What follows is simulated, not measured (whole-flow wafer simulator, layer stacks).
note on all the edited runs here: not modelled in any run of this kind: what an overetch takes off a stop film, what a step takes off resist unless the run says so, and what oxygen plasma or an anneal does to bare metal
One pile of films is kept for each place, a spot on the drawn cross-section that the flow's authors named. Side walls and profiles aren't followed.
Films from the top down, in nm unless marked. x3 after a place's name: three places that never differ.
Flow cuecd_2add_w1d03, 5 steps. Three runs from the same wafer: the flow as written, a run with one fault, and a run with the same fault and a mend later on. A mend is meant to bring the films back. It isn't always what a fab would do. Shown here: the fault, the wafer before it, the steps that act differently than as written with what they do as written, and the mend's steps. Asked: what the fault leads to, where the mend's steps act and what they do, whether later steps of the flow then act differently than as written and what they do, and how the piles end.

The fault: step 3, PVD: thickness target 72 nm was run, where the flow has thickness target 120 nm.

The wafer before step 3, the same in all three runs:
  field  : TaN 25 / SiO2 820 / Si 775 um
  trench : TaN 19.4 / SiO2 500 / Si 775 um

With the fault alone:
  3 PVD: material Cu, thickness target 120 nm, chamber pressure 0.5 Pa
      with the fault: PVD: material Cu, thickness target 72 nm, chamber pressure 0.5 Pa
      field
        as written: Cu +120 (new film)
        with the fault: Cu +72 (new film)
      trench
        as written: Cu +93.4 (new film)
        with the fault: Cu +56.1 (new film)
  No later step of the flow acts differently than as written, at any place that is followed, by more than 2% or 0.5 nm, whichever is larger.
  At the end the piles differ from the flow's by more than 2% or 0.5 nm, whichever is larger, at field, trench.
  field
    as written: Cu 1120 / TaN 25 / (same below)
    with the fault: Cu 1072 / TaN 25 / (same below)
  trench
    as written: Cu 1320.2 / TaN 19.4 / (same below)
    with the fault: Cu 1269.6 / TaN 19.4 / (same below)

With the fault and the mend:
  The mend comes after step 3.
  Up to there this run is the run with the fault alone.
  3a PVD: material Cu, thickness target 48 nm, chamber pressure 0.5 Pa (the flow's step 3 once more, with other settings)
      field
        Cu +48
      trench
        Cu +36.3
  No later step of the flow acts differently than as written, at any place that is followed, by more than 2% or 0.5 nm, whichever is larger.
  At the end the piles differ from the flow's only slightly at the places that both follow, by at most 2% or 0.5 nm, whichever is larger.
